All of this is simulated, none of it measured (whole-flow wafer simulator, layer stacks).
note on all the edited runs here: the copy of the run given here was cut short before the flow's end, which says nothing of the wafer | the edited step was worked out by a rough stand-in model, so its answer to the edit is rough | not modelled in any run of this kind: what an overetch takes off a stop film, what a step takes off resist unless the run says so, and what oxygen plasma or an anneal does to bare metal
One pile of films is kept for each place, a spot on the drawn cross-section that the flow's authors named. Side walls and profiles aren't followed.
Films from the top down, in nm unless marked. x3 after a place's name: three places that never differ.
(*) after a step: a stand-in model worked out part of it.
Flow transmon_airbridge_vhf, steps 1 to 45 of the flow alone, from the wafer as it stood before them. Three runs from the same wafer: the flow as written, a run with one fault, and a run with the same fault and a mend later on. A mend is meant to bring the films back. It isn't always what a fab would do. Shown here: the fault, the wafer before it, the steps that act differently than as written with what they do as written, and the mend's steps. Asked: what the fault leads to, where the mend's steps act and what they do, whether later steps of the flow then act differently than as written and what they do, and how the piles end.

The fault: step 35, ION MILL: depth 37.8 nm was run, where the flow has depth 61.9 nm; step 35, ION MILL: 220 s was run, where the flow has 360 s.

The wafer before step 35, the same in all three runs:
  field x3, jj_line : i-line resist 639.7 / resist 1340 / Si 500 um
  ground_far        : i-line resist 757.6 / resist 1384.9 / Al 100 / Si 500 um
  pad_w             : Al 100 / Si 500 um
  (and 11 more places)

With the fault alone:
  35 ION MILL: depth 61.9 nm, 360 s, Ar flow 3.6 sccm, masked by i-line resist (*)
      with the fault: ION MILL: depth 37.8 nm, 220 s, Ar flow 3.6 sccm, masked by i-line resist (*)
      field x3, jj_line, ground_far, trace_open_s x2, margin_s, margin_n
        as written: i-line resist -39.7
        with the fault: i-line resist -24.3
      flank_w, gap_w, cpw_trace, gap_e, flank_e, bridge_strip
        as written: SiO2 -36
        with the fault: SiO2 -22
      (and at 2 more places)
  Later steps of the flow that act differently than as written (3 more steps differ only slightly, by at most 2% or 0.5 nm, whichever is larger, and aren't shown):
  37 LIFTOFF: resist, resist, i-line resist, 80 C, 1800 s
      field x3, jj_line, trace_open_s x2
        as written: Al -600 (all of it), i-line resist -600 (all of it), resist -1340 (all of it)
        with the fault: Al -600 (all of it), i-line resist -615.4 (all of it), resist -1340 (all of it)
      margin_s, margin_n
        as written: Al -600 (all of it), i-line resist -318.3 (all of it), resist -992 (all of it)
        with the fault: Al -600 (all of it), i-line resist -333.7 (all of it), resist -992 (all of it)
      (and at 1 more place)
  At the end the piles differ from the flow's by more than 2% or 0.5 nm, whichever is larger, at pad_w, pad_e.
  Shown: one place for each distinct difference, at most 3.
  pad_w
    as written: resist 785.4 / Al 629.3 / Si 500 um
    with the fault: resist 781.5 / Al 653.5 / Si 500 um

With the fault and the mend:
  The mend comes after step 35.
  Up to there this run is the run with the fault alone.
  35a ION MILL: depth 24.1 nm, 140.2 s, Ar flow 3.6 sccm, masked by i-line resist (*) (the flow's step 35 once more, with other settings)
      field x3, jj_line, ground_far, trace_open_s x2, margin_s, margin_n
        i-line resist -15.5
      flank_w, gap_w, cpw_trace, gap_e, flank_e, bridge_strip
        SiO2 -14
      pad_w, pad_e
        Al -24.1
  No later step of the flow acts differently than as written at any place that is followed.
  At the end the piles are the same as the flow's at every place that both follow.
